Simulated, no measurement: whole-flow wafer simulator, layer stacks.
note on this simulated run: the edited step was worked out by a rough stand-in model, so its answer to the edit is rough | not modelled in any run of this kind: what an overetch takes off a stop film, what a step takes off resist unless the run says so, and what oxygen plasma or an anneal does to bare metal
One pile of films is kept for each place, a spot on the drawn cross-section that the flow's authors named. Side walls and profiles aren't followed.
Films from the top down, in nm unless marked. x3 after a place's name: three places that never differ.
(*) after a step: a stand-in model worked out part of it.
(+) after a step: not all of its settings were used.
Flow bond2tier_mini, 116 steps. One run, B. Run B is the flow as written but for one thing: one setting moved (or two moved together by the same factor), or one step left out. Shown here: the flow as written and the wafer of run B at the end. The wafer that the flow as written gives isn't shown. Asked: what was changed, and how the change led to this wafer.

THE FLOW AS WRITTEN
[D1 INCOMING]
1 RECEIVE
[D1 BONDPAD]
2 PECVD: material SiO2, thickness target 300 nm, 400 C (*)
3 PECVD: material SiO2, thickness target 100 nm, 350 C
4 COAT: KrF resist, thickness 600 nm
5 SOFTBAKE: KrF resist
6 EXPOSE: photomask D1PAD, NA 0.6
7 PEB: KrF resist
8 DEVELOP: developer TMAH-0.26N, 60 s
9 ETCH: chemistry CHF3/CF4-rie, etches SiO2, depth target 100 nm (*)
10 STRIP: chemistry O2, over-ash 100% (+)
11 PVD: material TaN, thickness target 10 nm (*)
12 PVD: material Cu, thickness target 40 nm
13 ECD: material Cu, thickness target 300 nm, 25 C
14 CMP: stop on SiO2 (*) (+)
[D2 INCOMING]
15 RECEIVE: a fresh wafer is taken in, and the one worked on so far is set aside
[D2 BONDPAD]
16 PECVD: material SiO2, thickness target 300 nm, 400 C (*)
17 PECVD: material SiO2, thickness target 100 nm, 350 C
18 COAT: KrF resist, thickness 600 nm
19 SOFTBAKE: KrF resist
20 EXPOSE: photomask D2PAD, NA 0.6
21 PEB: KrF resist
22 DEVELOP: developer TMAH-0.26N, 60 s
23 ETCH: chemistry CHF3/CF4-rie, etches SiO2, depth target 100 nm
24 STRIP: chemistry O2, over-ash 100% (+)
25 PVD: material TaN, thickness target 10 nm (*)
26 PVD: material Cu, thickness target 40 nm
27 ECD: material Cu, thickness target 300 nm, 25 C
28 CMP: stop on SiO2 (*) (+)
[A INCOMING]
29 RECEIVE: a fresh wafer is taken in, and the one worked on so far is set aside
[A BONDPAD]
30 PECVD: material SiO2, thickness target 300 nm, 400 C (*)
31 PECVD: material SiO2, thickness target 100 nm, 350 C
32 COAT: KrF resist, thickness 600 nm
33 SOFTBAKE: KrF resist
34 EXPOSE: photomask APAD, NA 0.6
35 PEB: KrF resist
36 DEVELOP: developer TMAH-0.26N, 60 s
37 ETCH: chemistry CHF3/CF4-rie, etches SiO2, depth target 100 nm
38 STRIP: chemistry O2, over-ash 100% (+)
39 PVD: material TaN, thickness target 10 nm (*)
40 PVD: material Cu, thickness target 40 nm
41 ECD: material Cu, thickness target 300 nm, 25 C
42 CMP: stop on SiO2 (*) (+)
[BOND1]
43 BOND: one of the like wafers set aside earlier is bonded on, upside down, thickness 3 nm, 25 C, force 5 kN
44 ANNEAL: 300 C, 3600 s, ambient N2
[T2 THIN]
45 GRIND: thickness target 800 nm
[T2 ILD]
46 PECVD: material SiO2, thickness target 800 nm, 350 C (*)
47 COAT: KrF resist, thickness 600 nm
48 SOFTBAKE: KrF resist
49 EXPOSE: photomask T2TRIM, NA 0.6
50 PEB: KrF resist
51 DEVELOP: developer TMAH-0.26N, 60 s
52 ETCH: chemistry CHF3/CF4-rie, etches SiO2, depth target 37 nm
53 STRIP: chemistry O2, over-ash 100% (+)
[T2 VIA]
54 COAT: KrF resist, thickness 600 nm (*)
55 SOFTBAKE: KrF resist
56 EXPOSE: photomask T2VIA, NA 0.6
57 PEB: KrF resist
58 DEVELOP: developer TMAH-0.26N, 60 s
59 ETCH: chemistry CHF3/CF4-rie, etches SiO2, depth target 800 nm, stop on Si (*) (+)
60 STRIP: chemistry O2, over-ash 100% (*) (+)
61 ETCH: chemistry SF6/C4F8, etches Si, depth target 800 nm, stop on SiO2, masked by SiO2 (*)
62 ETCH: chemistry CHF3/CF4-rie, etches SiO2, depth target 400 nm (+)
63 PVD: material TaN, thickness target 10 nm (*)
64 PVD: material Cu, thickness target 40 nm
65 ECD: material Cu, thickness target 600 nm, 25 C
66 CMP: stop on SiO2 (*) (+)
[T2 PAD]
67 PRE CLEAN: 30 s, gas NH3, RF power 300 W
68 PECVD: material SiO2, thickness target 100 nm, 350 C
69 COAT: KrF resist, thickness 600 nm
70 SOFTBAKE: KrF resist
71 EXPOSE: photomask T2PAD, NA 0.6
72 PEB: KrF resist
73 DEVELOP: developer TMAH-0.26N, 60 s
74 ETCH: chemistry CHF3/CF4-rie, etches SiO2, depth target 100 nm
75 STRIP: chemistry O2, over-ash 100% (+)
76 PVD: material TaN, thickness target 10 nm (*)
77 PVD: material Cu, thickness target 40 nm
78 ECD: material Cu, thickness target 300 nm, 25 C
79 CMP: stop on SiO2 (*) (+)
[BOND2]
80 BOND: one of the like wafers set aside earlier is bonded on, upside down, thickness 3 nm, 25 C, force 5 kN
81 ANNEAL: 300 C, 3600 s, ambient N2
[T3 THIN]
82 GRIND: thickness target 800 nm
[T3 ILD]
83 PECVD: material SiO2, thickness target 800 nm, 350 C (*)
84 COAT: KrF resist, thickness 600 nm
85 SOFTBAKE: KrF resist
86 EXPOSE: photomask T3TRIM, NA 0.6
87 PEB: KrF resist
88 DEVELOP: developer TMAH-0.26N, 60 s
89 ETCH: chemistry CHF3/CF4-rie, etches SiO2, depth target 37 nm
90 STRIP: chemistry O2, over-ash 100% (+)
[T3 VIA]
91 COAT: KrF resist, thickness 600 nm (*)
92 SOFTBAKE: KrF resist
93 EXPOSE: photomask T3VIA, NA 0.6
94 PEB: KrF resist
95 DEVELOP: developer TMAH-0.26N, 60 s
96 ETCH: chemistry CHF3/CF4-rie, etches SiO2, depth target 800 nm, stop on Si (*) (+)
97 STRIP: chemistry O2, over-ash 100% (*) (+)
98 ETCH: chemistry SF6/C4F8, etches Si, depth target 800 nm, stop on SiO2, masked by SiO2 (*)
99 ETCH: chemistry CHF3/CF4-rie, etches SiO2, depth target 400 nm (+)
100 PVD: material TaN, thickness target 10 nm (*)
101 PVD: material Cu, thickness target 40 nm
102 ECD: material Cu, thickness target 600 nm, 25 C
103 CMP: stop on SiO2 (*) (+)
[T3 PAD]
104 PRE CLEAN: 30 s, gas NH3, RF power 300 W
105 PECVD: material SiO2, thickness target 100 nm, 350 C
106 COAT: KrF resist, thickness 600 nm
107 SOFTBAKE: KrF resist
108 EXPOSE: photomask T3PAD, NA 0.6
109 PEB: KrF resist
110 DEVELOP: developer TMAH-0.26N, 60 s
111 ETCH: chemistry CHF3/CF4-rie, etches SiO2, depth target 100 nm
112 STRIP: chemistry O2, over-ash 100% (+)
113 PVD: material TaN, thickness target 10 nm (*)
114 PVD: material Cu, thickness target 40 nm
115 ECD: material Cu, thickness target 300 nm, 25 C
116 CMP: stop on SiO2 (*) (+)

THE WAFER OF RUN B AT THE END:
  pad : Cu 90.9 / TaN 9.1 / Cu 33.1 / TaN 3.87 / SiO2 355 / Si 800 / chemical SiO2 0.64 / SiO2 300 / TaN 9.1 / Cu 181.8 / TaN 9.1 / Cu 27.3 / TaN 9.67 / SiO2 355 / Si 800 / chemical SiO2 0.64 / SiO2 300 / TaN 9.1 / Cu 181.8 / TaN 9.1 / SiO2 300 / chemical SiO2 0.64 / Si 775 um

The cause: step 100, PVD: thickness target 4 nm was run, where the flow has thickness target 10 nm.

How the change led to this, step by step:
  100 PVD: material TaN, thickness target 10 nm (*)
      field: TaN +4 (new film) (as written it would be: TaN +10 (new film))
      pad: TaN +3.87 (new film) (as written it would be: TaN +9.67 (new film))
  103 CMP: stop on SiO2 (*) (+)
      field: Cu -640 (all of it), TaN -4 (all of it) (as written it would be: Cu -640 (all of it), TaN -10 (all of it))
